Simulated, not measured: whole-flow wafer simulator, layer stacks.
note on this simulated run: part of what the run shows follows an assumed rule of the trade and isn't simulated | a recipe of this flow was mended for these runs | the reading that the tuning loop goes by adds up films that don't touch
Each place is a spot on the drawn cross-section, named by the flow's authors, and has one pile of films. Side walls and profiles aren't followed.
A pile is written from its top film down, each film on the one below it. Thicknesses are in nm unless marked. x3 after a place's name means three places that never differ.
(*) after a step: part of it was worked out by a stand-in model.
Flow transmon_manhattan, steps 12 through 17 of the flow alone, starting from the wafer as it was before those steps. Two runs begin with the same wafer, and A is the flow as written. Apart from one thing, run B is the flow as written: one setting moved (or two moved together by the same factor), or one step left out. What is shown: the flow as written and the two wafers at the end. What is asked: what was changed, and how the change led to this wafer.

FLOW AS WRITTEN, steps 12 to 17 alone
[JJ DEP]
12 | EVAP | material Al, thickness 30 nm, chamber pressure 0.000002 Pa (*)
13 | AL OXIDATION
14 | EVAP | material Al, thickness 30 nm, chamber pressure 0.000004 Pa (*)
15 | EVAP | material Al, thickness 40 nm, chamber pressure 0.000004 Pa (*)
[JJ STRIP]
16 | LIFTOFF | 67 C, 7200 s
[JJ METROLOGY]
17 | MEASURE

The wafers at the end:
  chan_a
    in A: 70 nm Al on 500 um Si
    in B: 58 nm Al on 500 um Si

The reason: step 15, EVAP: thickness 28 nm was run, whereas the flow has thickness 40 nm.

Step by step, how the change led to this:
  15 | EVAP | material Al, thickness 40 nm, chamber pressure 0.000004 Pa (*)
      field, chan_a: A Al gains 40 | B Al gains 28
  16 | LIFTOFF | 67 C, 7200 s
      field: A Al loses 70 (all of it), Al2O3 loses 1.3 (all of it), Al loses 29.2 (all of it), e-beam-resist loses 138 (all of it), copolymer-underlayer loses 500 (all of it) | B Al loses 58 (all of it), Al2O3 loses 1.3 (all of it), Al loses 29.2 (all of it), e-beam-resist loses 138 (all of it), copolymer-underlayer loses 500 (all of it)
